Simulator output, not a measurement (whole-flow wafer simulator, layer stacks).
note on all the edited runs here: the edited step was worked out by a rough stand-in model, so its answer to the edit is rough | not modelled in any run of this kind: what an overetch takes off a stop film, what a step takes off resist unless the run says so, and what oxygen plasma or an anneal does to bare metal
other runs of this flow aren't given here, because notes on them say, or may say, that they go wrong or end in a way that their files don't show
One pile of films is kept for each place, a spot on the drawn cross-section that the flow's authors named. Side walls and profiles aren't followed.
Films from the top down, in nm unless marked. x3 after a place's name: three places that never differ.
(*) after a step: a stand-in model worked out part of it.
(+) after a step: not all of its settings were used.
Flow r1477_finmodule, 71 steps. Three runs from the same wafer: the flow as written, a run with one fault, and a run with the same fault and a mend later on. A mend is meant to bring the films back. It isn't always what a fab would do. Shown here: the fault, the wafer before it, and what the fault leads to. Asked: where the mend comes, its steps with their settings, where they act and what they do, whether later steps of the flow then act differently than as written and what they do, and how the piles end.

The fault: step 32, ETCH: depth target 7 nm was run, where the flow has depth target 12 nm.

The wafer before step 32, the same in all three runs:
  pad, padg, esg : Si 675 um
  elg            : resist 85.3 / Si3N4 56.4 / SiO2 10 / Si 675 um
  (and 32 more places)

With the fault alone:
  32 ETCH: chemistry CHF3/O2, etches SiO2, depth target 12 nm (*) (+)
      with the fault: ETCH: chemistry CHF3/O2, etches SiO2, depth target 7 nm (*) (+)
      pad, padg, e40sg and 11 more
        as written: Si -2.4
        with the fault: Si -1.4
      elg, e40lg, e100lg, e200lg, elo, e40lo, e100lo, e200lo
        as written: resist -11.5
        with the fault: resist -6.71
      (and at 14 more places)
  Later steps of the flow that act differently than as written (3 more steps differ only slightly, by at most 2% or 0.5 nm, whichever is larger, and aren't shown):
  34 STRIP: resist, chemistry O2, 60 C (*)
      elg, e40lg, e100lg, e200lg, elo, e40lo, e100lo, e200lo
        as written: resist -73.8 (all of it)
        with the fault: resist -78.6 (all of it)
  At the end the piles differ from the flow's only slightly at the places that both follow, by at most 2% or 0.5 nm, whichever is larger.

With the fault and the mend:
  The mend comes after step 32.
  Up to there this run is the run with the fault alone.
  32a ETCH: chemistry CHF3/O2, etches SiO2, depth target 5 nm (*) (the flow's step 32 once more, with other settings)
      pad, padg, e40sg and 11 more
        Si -1
      elg, e40lg, e100lg, e200lg, elo, e40lo, e100lo, e200lo
        resist -4.79
      s40sg_line, s45sg_line, s50sg_line, s40so_line, s45so_line, s50so_line
        SiO2 -5
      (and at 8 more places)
  No later step of the flow acts differently than as written, at any place that is followed, by more than 2% or 0.5 nm, whichever is larger.
  At the end the piles differ from the flow's only slightly at the places that both follow, by at most 2% or 0.5 nm, whichever is larger.
